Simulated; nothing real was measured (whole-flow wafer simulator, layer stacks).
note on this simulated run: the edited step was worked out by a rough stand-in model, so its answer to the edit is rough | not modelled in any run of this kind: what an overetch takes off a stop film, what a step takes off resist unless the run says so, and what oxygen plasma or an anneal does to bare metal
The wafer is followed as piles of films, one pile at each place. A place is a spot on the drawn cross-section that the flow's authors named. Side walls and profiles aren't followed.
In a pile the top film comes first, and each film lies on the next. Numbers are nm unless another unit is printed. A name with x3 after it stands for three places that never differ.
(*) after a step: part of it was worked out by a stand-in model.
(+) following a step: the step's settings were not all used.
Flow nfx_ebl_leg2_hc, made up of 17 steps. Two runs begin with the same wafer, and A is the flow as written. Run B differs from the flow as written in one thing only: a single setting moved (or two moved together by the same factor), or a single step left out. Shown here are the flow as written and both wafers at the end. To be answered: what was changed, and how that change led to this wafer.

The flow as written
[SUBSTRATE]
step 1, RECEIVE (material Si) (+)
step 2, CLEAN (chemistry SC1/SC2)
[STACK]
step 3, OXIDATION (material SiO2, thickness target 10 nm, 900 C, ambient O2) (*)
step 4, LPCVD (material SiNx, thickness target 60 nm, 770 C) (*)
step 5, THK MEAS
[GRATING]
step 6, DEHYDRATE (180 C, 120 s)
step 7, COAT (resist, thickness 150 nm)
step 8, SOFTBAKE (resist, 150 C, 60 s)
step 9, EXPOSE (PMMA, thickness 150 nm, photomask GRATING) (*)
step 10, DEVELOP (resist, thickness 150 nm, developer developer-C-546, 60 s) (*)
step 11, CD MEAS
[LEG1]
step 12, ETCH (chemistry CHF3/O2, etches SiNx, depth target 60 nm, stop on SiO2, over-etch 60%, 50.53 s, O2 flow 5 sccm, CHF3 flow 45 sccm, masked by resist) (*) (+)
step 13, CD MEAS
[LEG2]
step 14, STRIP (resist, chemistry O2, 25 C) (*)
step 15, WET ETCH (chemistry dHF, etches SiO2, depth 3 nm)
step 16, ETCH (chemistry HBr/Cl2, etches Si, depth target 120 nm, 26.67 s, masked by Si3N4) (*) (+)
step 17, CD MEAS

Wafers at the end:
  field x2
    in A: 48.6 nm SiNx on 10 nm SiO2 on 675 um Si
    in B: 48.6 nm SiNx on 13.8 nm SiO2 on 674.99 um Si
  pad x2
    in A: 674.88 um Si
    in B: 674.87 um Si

What caused this: step 3, OXIDATION: thickness target 13.8 nm was run, though the flow has thickness target 10 nm.
One can read it off the wafer: field x2 has SiO2 13.8, and step 3 as written asks for 10 nm.

The path from the change to this, step by step:
  step 3, OXIDATION (material SiO2, thickness target 10 nm, 900 C, ambient O2) (*)
      field x2, pad x2: A +10 SiO2 (new film), -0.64 chemical SiO2 (all of it), -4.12 Si | B +13.8 SiO2 (new film), -0.64 chemical SiO2 (all of it), -5.79 Si
  step 12, ETCH (chemistry CHF3/O2, etches SiNx, depth target 60 nm, stop on SiO2, over-etch 60%, 50.53 s, O2 flow 5 sccm, CHF3 flow 45 sccm, masked by resist) (*) (+)
      pad x2: A -60 SiNx (all of it), -10 SiO2 (all of it) | B -60 SiNx (all of it), -13.8 SiO2 (all of it)
